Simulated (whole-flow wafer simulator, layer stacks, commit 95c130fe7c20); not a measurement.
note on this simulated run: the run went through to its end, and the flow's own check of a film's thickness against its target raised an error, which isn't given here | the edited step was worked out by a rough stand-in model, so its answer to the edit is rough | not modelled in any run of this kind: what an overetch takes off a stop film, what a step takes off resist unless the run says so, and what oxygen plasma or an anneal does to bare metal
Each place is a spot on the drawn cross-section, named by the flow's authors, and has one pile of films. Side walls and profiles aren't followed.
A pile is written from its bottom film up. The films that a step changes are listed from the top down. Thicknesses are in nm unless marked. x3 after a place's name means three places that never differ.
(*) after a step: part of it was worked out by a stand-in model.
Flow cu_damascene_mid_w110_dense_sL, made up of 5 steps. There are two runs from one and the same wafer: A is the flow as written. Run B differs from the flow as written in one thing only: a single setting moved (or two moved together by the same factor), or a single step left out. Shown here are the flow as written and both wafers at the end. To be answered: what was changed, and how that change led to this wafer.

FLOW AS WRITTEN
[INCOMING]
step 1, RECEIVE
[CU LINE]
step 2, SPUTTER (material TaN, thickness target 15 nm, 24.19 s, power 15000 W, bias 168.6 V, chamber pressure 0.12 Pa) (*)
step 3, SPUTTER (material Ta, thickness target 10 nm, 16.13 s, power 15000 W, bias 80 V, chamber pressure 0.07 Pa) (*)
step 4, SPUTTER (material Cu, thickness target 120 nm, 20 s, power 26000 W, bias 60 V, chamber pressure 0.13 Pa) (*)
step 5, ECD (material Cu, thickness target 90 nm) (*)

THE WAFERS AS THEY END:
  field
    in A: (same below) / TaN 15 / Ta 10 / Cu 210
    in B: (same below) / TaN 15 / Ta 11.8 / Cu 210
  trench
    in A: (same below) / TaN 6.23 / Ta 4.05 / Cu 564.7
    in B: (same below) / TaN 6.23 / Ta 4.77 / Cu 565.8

The reason: step 3, SPUTTER: thickness target 11.8 nm was run, though the flow has thickness target 10 nm; step 3, SPUTTER: 18.95 s was run, where the flow has 16.13 s.
The wafer lets one read it off: field has Ta 11.8, and step 3 as written asks for 10 nm.

The path from the change to this, step by step:
  step 3, SPUTTER (material Ta, thickness target 10 nm, 16.13 s, power 15000 W, bias 80 V, chamber pressure 0.07 Pa) (*)
      field: A +10 Ta (new film) | B +11.8 Ta (new film)
      trench: A +4.05 Ta (new film) | B +4.77 Ta (new film)
